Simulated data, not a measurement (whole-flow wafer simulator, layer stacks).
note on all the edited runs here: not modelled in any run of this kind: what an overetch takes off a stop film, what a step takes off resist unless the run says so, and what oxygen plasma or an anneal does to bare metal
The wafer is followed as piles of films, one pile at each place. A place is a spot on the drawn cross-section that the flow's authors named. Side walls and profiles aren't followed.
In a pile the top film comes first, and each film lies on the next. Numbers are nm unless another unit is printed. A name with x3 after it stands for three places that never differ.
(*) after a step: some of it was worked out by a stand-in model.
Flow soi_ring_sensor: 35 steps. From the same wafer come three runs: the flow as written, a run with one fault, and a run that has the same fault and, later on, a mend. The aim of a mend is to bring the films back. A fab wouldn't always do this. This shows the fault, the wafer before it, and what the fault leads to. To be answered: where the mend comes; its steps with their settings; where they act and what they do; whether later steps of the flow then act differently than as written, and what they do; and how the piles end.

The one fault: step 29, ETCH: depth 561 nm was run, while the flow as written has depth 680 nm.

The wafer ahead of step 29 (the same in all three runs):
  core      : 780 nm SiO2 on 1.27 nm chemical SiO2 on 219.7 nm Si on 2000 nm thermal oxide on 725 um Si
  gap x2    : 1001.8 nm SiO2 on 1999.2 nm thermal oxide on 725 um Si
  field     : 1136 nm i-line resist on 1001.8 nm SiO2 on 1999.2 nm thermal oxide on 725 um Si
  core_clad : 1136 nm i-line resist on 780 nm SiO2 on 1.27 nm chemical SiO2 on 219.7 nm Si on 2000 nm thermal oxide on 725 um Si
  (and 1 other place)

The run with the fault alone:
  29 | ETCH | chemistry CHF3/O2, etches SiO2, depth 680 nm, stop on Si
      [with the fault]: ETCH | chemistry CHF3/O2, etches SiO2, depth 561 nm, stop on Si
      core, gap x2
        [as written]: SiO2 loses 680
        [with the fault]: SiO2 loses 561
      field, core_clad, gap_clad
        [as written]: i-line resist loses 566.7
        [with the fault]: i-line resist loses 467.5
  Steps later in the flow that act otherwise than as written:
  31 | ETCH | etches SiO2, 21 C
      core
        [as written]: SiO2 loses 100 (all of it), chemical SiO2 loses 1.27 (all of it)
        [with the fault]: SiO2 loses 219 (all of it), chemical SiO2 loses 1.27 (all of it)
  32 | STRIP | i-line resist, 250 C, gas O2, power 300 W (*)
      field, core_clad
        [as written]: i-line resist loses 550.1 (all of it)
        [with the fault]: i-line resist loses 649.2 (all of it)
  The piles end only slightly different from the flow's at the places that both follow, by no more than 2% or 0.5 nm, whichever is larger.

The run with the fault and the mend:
  The mend stands after step 29.
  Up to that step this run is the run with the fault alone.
  29a | ETCH | chemistry CHF3/O2, etches SiO2, depth 119 nm, stop on Si (the flow's step 29 again, with other settings)
      core, gap x2
        SiO2 loses 119
      field, core_clad, gap_clad
        i-line resist loses 99.2
  None of the later steps of the flow acts differently than as written at any place that is followed.
  At every place that both follow, the piles at the end match the flow's.
